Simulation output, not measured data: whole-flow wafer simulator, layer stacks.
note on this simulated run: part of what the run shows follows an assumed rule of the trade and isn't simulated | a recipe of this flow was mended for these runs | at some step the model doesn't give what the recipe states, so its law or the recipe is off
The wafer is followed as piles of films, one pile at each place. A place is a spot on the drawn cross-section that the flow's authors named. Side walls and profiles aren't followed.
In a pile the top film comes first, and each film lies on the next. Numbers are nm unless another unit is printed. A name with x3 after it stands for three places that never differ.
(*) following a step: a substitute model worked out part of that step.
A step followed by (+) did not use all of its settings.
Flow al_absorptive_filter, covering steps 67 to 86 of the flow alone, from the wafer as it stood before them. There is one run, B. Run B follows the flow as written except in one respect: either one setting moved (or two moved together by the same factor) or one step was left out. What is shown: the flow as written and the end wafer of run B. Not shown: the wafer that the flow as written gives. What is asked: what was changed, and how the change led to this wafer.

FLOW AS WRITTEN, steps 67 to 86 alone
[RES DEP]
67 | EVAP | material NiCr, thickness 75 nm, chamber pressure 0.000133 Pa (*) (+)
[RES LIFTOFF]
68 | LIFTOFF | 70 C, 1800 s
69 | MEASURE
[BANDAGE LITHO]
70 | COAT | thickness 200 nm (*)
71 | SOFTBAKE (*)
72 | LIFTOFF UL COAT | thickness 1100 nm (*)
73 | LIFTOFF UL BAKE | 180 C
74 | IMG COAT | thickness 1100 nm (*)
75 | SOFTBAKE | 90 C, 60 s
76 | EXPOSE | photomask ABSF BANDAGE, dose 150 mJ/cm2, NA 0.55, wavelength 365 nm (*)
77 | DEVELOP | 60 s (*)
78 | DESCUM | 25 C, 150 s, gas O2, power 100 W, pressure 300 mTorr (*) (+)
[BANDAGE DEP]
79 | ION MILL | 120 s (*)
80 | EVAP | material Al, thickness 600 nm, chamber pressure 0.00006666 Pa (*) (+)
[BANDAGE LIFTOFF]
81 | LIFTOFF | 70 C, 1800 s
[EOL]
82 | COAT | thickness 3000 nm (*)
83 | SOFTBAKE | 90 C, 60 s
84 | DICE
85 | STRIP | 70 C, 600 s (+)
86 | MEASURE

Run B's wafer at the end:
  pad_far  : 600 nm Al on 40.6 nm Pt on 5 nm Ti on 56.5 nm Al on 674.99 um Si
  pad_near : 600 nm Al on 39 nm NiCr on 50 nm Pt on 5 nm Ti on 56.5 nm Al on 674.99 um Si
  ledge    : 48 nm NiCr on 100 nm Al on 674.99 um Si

Cause: step 67, EVAP: thickness 48 nm was run, whereas the flow has thickness 75 nm; step 79, ION MILL: 77 s was run, where the flow has 120 s.
The wafer lets one read it off: ledge has NiCr 48, and step 67 as written asks for 75 nm.

How this came from the change, step by step:
  67 | EVAP | material NiCr, thickness 75 nm, chamber pressure 0.000133 Pa (*) (+)
      gnd, pad_far, ledge and 9 more: NiCr gains 48 (new film) (as written it would have been: NiCr gains 75 (new film))
      pad_near, res: NiCr gains 47.5 (new film) (as written it would have been: NiCr gains 74.2 (new film))
  68 | LIFTOFF | 70 C, 1800 s
      xa_field, xl_land, idc_field: NiCr loses 48 (all of it), i-line-resist loses 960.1 (all of it), lift-off-underlayer loses 1100 (all of it), acrylic-e-beam-resist loses 200 (all of it) (as written it would have been: NiCr loses 75 (all of it), i-line-resist loses 960.1 (all of it), lift-off-underlayer loses 1100 (all of it), acrylic-e-beam-resist loses 200 (all of it))
      gnd: NiCr loses 48 (all of it), i-line-resist loses 959.5 (all of it), lift-off-underlayer loses 1100.9 (all of it), acrylic-e-beam-resist loses 200.6 (all of it) (as written it would have been: NiCr loses 75 (all of it), i-line-resist loses 959.5 (all of it), lift-off-underlayer loses 1100.9 (all of it), acrylic-e-beam-resist loses 200.6 (all of it))
      (and at 7 other places as well)
  70 | COAT | thickness 200 nm (*)
      pad_near: acrylic-e-beam-resist gains 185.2 (new film) (as written it would have been: acrylic-e-beam-resist gains 180.9 (new film))
      res: acrylic-e-beam-resist gains 222.9 (new film) (as written it would have been: acrylic-e-beam-resist gains 218.1 (new film))
  78 | DESCUM | 25 C, 150 s, gas O2, power 100 W, pressure 300 mTorr (*) (+)
      pad_near: acrylic-e-beam-resist loses 185.2 (all of it) (as written it would have been: acrylic-e-beam-resist loses 180.9 (all of it))
  79 | ION MILL | 120 s (*)
      gnd, ledge, res and 9 more: i-line-resist loses 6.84 (as written it would have been: i-line-resist loses 10.7)
      pad_far: Pt loses 9.41 (as written it would have been: Pt loses 14.7)
      (and at 1 other place as well)
  81 | LIFTOFF | 70 C, 1800 s
      res: Al loses 600 (all of it), i-line-resist loses 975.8 (all of it), lift-off-underlayer loses 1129 (all of it), acrylic-e-beam-resist loses 222.9 (all of it) (as written it would have been: Al loses 600 (all of it), i-line-resist loses 964.1 (all of it), lift-off-underlayer loses 1118.2 (all of it), acrylic-e-beam-resist loses 218.1 (all of it))
  83 | SOFTBAKE | 90 C, 60 s
      gnd: i-line-resist gains 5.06 (as written it would have been: i-line-resist gains 6.13)
      pad_near: i-line-resist loses 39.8 (as written it would have been: i-line-resist loses 41.1)
      (and at 2 other places as well)
